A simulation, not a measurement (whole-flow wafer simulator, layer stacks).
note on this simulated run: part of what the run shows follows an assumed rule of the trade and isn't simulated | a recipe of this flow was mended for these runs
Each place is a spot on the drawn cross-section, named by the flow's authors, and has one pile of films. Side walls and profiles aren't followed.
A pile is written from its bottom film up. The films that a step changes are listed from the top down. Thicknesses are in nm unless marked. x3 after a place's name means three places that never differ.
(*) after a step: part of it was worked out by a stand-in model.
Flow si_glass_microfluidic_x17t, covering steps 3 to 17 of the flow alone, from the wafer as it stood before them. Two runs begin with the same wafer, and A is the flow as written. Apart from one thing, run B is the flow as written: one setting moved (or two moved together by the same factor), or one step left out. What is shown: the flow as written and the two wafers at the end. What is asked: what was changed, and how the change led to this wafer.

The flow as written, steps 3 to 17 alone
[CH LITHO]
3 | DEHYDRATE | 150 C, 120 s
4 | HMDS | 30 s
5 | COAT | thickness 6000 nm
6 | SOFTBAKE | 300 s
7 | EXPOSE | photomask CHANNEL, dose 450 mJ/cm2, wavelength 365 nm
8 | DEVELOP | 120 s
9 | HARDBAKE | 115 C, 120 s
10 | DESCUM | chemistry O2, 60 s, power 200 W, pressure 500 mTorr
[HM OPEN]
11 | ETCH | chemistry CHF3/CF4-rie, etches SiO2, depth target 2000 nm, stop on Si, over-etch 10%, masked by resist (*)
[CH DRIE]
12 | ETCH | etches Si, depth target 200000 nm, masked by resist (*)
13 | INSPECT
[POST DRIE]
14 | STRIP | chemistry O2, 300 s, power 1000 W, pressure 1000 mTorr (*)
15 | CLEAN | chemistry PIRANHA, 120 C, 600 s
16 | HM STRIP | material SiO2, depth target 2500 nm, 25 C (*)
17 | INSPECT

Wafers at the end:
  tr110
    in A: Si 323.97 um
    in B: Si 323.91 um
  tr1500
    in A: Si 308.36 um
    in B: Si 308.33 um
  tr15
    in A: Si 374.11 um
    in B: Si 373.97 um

Cause: step 11, ETCH: depth target 2720 nm was run, though the flow has depth target 2000 nm.

Step by step, how the change led to this:
  11 | ETCH | chemistry CHF3/CF4-rie, etches SiO2, depth target 2000 nm, stop on Si, over-etch 10%, masked by resist (*)
      tr110, tr1500, tr15: A -2000 SiO2 (all of it), -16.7 Si | B -2000 SiO2 (all of it), -82.7 Si
      land: A -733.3 thick-i-line-resist | B -997.3 thick-i-line-resist
  12 | ETCH | etches Si, depth target 200000 nm, masked by resist (*)
      tr1500: A -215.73 um Si | B -215.7 um Si
      tr15: A -149.99 um Si | B -150.06 um Si
  14 | STRIP | chemistry O2, 300 s, power 1000 W, pressure 1000 mTorr (*)
      land: A -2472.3 thick-i-line-resist (all of it) | B -2208.7 thick-i-line-resist (all of it)
